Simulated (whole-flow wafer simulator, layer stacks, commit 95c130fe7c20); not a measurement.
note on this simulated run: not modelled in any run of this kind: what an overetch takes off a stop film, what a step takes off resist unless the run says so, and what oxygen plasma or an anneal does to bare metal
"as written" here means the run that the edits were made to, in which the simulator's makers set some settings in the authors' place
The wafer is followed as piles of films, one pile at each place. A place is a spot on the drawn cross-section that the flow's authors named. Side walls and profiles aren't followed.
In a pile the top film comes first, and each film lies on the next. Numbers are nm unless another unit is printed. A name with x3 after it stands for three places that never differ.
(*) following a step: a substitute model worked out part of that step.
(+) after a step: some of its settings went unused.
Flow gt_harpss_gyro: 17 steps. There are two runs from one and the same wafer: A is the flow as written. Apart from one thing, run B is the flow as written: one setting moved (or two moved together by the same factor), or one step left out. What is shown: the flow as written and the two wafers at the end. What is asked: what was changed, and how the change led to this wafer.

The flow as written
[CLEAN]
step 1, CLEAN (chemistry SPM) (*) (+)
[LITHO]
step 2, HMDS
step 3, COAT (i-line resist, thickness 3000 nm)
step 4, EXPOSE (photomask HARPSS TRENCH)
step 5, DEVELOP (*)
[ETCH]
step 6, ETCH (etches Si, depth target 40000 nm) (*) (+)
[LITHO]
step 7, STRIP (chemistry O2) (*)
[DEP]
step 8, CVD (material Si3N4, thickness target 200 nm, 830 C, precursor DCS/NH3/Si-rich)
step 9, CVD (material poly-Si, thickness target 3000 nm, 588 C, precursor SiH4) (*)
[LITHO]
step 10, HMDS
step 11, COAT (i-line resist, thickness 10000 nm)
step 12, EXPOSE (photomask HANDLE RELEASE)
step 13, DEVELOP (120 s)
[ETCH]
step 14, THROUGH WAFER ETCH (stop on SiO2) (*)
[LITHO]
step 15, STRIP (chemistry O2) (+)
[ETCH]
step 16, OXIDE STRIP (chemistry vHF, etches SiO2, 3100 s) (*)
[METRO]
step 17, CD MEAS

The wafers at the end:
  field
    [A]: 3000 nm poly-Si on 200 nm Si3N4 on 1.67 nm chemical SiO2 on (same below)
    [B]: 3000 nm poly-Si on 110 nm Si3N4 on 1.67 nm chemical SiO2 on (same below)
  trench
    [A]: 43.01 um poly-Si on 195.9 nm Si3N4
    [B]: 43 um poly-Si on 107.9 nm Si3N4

What caused this: step 8, CVD: thickness target 110 nm was run, though the flow has thickness target 200 nm.
The wafer itself shows it: field has Si3N4 110, and step 8 as written asks for 200 nm.

How this came from the change, step by step:
  step 8, CVD (material Si3N4, thickness target 200 nm, 830 C, precursor DCS/NH3/Si-rich)
      field: A +200 Si3N4 (new film) | B +110 Si3N4 (new film)
      trench: A +195.9 Si3N4 (new film) | B +107.9 Si3N4 (new film)
  step 9, CVD (material poly-Si, thickness target 3000 nm, 588 C, precursor SiH4) (*)
      trench: A +43.01 um poly-Si (new film) | B +43 um poly-Si (new film)
